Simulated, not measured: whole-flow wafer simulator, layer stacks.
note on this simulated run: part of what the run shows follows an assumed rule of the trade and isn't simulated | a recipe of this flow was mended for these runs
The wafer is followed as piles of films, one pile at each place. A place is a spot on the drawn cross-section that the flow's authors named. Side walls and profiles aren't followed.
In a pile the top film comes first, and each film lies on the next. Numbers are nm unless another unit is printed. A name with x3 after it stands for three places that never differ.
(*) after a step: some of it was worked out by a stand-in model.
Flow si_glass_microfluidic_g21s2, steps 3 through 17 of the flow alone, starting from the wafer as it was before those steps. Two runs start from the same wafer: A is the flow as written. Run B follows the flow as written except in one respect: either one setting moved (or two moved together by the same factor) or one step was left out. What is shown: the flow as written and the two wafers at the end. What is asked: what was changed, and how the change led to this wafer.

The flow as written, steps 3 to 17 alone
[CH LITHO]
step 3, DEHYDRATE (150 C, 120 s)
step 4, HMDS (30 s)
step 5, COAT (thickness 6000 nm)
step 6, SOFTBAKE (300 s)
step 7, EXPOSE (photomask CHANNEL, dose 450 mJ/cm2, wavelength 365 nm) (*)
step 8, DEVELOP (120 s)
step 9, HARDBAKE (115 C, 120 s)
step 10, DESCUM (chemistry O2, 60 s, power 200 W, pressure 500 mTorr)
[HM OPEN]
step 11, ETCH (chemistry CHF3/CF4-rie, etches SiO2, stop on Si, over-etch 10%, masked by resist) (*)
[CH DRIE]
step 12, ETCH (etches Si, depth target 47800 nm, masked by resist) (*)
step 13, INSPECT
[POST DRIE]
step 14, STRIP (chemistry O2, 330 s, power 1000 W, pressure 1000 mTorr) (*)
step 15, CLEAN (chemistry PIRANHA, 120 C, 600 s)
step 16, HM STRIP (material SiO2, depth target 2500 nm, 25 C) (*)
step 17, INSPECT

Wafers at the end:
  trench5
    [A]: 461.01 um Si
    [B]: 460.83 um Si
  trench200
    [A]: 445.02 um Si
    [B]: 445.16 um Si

Cause: step 5, COAT: thickness 5280 nm was run, while the flow as written has thickness 6000 nm.

The path from the change to this, step by step:
  step 5, COAT (thickness 6000 nm)
      land, trench20, trench5, trench200: A thick-i-line-resist gains 6000 (new film) | B thick-i-line-resist gains 5280 (new film)
  step 8, DEVELOP (120 s)
      trench20, trench5, trench200: A thick-i-line-resist loses 6000 (all of it) | B thick-i-line-resist loses 5280 (all of it)
  step 9, HARDBAKE (115 C, 120 s)
      land: A thick-i-line-resist loses 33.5 | B thick-i-line-resist loses 27.9
  step 12, ETCH (etches Si, depth target 47800 nm, masked by resist) (*)
      trench5: A Si loses 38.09 um | B Si loses 38.27 um
      trench200: A Si loses 54.08 um | B Si loses 53.94 um
  step 14, STRIP (chemistry O2, 330 s, power 1000 W, pressure 1000 mTorr) (*)
      land: A thick-i-line-resist loses 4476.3 (all of it) | B thick-i-line-resist loses 3763.7 (all of it)
